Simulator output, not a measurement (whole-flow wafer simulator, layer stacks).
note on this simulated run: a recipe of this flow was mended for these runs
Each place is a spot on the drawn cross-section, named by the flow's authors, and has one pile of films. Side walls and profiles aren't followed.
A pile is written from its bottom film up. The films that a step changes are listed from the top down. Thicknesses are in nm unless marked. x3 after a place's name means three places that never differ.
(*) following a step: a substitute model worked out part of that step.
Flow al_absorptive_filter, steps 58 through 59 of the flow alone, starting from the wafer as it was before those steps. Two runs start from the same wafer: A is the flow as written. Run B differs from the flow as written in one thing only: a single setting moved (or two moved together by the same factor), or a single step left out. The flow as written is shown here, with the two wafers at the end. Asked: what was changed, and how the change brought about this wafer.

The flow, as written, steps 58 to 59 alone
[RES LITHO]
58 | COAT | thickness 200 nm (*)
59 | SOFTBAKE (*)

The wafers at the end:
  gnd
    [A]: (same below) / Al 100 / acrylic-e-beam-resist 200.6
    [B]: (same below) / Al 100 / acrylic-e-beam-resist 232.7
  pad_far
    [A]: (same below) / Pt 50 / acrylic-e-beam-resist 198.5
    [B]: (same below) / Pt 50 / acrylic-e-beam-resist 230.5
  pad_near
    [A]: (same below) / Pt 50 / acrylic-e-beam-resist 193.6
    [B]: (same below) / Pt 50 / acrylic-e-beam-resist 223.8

What caused this: step 58, COAT: thickness 232 nm was run, whereas the flow has thickness 200 nm.

How this came from the change, step by step:
  58 | COAT | thickness 200 nm (*)
      xa_field, xl_land, idc_field: A +200 acrylic-e-beam-resist (new film) | B +232 acrylic-e-beam-resist (new film)
      gnd: A +200.6 acrylic-e-beam-resist (new film) | B +232.7 acrylic-e-beam-resist (new film)
      (as well as at 10 more places)
